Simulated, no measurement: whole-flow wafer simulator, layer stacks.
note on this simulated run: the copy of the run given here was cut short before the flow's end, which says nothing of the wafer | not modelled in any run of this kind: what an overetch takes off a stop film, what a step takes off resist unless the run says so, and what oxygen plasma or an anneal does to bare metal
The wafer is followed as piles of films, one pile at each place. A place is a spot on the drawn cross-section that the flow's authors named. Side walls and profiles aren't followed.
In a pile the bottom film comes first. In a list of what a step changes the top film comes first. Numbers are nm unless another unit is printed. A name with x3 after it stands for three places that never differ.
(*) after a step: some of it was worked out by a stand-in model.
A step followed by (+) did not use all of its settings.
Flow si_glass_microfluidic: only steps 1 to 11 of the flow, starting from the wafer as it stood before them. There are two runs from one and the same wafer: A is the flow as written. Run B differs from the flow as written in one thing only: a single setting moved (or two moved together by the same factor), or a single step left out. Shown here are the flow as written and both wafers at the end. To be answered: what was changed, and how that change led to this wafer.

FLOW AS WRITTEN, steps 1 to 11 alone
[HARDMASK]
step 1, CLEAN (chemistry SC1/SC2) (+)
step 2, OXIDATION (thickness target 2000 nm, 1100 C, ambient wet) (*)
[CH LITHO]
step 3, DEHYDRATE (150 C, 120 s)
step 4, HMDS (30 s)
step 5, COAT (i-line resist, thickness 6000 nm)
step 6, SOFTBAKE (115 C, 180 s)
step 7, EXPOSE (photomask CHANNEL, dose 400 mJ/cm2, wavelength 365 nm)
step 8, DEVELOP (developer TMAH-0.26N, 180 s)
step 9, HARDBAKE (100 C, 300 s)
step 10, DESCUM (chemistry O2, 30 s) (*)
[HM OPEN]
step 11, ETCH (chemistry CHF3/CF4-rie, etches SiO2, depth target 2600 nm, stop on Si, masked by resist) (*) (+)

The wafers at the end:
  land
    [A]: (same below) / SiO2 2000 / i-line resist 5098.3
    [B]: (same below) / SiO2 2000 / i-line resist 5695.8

The reason: step 5, COAT: thickness 6600 nm was run, while the flow as written has thickness 6000 nm.

How this came from the change, step by step:
  step 5, COAT (i-line resist, thickness 6000 nm)
      land, ch100 x9: A i-line resist gains 6000 (new film) | B i-line resist gains 6600 (new film)
  step 8, DEVELOP (developer TMAH-0.26N, 180 s)
      ch100 x9: A i-line resist loses 6000 (all of it) | B i-line resist loses 6600 (all of it)
  step 9, HARDBAKE (100 C, 300 s)
      land: A i-line resist loses 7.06 | B i-line resist loses 9.53
